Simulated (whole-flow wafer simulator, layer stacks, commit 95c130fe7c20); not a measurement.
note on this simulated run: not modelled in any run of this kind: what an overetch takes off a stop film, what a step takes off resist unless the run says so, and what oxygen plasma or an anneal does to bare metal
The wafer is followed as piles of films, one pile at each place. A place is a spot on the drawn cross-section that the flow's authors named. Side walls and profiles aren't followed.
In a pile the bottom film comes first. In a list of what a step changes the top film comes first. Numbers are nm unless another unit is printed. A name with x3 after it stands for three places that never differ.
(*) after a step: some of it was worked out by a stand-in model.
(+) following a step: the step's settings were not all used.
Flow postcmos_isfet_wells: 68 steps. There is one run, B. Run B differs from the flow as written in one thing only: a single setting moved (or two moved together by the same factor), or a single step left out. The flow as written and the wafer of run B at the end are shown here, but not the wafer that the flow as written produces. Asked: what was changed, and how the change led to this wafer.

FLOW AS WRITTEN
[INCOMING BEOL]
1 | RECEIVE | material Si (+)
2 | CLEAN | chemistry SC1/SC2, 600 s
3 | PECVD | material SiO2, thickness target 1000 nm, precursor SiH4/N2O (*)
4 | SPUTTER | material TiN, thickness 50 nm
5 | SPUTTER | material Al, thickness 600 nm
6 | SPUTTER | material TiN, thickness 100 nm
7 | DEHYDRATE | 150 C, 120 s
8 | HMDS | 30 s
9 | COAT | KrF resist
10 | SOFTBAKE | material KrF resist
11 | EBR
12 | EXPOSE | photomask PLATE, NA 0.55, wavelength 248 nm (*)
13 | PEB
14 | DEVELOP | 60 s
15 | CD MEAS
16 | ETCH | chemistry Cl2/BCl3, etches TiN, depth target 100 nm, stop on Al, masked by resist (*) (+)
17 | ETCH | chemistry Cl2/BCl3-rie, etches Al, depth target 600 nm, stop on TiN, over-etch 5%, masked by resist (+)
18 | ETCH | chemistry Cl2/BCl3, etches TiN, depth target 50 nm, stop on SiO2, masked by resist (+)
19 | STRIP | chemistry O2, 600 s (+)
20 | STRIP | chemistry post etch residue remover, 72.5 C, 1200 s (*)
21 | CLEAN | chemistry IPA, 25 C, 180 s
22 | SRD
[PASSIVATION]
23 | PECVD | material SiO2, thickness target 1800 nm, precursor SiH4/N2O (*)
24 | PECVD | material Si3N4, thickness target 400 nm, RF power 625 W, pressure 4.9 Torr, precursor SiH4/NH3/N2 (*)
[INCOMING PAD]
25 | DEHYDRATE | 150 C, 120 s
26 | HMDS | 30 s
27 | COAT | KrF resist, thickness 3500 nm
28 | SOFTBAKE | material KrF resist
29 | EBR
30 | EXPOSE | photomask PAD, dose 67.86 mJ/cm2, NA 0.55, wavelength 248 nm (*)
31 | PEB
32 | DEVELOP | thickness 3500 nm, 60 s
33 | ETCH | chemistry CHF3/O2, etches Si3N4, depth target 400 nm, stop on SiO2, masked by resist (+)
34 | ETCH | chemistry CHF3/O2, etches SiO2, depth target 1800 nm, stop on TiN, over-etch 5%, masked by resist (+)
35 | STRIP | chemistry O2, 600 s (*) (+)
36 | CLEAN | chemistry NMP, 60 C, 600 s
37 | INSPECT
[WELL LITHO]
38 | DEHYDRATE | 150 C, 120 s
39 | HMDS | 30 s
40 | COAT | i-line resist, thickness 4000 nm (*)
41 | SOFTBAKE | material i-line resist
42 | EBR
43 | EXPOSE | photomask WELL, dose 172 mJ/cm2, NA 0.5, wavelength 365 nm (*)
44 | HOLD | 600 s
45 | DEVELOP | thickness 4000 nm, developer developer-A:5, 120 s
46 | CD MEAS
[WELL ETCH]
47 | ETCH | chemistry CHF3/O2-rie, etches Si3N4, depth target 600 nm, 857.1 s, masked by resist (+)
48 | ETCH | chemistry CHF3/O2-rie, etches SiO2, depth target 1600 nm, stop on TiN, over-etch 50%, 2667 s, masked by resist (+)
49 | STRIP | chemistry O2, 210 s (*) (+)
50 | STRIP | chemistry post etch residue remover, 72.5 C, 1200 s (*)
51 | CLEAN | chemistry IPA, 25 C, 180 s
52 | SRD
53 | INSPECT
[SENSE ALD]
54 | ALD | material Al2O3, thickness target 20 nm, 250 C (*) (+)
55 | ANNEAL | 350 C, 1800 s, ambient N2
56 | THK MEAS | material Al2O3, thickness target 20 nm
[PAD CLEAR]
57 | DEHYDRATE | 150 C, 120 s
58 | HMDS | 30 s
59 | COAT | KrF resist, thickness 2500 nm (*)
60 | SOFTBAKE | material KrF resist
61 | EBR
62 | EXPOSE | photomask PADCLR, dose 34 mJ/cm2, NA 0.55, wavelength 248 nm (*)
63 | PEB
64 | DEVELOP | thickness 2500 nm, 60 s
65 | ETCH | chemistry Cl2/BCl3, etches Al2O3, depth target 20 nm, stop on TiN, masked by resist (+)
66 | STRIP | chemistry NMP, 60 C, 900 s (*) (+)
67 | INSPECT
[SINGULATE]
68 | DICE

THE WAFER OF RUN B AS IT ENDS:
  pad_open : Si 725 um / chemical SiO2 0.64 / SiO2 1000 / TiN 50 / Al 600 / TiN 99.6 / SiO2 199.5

What caused this: step 33, ETCH: depth target 210 nm was run, whereas the flow has depth target 400 nm.

Step by step, how the change led to this:
  33 | ETCH | chemistry CHF3/O2, etches Si3N4, depth target 400 nm, stop on SiO2, masked by resist (+)
      pad_open: -210 Si3N4 (it would be, as written: -400 Si3N4 (all of it))
      field, margin, well900, well1300 x3, pad_rim, pad_clr: -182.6 KrF resist (it would be, as written: -347.8 KrF resist)
  34 | ETCH | chemistry CHF3/O2, etches SiO2, depth target 1800 nm, stop on TiN, over-etch 5%, masked by resist (+)
      pad_open: -190 Si3N4 (all of it), -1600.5 SiO2 (it would be, as written: -1800 SiO2 (all of it))
  35 | STRIP | chemistry O2, 600 s (*) (+)
      field, margin, well900, well1300 x3, pad_rim, pad_clr: -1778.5 KrF resist (all of it) (it would be, as written: -1613.3 KrF resist (all of it))
  41 | SOFTBAKE | material i-line resist
      pad_clr: -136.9 i-line resist (it would be, as written: -156.7 i-line resist)
      pad_open: +106.4 i-line resist (it would be, as written: +115.3 i-line resist)
  49 | STRIP | chemistry O2, 210 s (*) (+)
      pad_clr: -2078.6 i-line resist (all of it) (it would be, as written: -1996.5 i-line resist (all of it))
      pad_open: -3735.9 i-line resist (all of it) (it would be, as written: -3816.3 i-line resist (all of it))
  59 | COAT | KrF resist, thickness 2500 nm (*)
      pad_rim: +2021.8 KrF resist (new film) (it would be, as written: +1976.4 KrF resist (new film))
      pad_clr: +1758.7 KrF resist (new film) (it would be, as written: +1691.6 KrF resist (new film))
  64 | DEVELOP | thickness 2500 nm, 60 s
      pad_clr: -1742.9 KrF resist (all of it) (it would be, as written: -1676 KrF resist (all of it))
  66 | STRIP | chemistry NMP, 60 C, 900 s (*) (+)
      pad_rim: -1968.7 KrF resist (all of it) (it would be, as written: -1923.7 KrF resist (all of it))
